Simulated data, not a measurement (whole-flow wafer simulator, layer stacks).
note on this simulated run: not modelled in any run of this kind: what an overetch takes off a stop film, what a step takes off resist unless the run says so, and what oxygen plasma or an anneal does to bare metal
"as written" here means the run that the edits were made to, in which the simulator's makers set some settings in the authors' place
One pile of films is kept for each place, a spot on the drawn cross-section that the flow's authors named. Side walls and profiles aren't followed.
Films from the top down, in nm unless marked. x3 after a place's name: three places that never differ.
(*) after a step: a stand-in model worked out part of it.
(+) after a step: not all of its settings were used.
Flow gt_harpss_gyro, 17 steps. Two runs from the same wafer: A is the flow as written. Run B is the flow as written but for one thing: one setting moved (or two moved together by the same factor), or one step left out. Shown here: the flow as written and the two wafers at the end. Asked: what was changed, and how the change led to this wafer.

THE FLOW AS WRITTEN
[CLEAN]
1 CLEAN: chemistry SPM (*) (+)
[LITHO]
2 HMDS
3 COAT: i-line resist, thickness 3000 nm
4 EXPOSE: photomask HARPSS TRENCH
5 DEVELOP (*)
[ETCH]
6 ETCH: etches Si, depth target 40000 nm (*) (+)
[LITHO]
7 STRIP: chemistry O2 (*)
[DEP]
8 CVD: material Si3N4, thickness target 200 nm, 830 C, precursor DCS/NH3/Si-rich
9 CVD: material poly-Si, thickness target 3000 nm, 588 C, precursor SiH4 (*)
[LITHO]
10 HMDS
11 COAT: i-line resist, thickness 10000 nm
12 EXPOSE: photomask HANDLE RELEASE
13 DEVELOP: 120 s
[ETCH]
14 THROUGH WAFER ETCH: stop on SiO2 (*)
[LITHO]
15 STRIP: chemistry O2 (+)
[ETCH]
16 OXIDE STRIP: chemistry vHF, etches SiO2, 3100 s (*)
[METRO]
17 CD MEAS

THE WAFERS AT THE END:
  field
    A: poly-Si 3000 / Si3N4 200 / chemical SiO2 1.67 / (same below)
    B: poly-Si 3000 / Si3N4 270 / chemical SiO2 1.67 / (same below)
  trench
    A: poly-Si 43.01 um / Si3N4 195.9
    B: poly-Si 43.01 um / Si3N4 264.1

The cause: step 8, CVD: thickness target 270 nm was run, where the flow has thickness target 200 nm.
It can be read off the wafer: field has Si3N4 270, and step 8 as written asks for 200 nm.

How the change led to this, step by step:
  8 CVD: material Si3N4, thickness target 200 nm, 830 C, precursor DCS/NH3/Si-rich
      field: A Si3N4 +200 (new film) | B Si3N4 +270 (new film)
      trench: A Si3N4 +195.9 (new film) | B Si3N4 +264.1 (new film)
